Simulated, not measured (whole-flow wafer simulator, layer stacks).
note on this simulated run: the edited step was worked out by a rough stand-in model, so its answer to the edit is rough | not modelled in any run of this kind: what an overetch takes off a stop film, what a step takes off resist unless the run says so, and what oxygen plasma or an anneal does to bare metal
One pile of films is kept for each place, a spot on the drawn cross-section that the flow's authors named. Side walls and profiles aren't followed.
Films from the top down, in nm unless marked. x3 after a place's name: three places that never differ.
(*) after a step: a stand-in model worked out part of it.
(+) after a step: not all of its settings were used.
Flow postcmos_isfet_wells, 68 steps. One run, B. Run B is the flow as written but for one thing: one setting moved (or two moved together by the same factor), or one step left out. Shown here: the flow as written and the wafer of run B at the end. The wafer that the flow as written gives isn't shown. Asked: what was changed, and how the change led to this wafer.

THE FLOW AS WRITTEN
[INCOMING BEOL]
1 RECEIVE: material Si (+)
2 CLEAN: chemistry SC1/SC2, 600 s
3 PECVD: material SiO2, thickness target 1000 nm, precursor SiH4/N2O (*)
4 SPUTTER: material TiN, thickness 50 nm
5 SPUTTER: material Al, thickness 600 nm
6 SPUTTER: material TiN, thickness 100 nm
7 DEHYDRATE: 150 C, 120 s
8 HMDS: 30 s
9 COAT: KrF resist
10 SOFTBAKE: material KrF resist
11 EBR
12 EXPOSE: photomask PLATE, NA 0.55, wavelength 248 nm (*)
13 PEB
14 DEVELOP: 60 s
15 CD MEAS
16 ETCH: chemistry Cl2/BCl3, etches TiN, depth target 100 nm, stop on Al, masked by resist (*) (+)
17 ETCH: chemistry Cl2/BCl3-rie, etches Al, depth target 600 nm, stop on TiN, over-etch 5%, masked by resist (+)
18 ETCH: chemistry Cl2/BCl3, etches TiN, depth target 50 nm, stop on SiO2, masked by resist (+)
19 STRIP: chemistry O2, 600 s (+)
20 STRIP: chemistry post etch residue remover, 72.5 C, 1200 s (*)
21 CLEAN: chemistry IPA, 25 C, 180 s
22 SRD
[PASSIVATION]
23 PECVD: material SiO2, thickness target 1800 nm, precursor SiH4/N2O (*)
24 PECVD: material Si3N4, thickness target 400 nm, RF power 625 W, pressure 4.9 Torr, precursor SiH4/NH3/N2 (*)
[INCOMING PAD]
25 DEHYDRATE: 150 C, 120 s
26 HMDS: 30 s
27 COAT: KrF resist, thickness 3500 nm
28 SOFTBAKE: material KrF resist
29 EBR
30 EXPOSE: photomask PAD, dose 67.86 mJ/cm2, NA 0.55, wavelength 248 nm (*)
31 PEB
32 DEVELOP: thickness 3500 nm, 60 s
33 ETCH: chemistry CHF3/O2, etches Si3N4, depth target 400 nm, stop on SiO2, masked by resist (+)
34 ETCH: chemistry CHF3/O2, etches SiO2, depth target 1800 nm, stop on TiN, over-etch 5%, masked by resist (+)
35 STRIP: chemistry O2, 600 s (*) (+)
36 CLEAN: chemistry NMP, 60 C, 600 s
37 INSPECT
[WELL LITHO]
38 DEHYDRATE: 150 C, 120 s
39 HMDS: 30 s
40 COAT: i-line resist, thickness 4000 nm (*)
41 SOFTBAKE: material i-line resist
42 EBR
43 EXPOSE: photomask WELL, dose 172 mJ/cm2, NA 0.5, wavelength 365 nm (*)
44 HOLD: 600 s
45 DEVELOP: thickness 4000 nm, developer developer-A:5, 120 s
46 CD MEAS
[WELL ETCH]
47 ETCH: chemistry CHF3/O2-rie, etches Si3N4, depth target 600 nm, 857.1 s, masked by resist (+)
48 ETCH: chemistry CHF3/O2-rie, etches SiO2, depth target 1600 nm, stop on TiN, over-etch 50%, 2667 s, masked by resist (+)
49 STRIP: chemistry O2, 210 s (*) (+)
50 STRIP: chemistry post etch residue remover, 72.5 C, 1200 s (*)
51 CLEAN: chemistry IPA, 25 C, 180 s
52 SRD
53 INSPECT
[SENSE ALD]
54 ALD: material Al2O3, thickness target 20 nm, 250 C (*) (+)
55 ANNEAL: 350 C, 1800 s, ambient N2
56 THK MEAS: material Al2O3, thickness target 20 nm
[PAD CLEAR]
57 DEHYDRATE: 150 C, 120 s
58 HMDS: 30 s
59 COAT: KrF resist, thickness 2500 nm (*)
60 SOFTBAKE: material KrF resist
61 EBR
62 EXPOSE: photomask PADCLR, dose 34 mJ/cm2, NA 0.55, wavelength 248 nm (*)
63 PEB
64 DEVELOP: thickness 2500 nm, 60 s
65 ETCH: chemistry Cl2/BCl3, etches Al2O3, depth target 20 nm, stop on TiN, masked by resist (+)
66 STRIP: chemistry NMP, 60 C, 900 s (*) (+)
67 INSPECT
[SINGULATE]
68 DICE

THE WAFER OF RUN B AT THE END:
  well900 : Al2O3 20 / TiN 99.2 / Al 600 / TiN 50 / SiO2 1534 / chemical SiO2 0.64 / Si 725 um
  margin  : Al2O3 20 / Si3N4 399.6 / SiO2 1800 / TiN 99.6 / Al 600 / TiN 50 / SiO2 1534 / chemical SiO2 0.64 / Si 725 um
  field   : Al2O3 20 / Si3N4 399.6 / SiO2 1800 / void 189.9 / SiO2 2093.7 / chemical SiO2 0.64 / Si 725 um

The cause: step 3, PECVD: thickness target 1534 nm was run, where the flow has thickness target 1000 nm.
It can be read off the wafer: well900 has SiO2 1534, and step 3 as written asks for 1000 nm.

How the change led to this, step by step:
  3 PECVD: material SiO2, thickness target 1000 nm, precursor SiH4/N2O (*)
      field, margin, well900, well1300 x3, pad_rim, pad_clr, pad_open: SiO2 +1534 (new film) (as written it would be: SiO2 +1000 (new film))
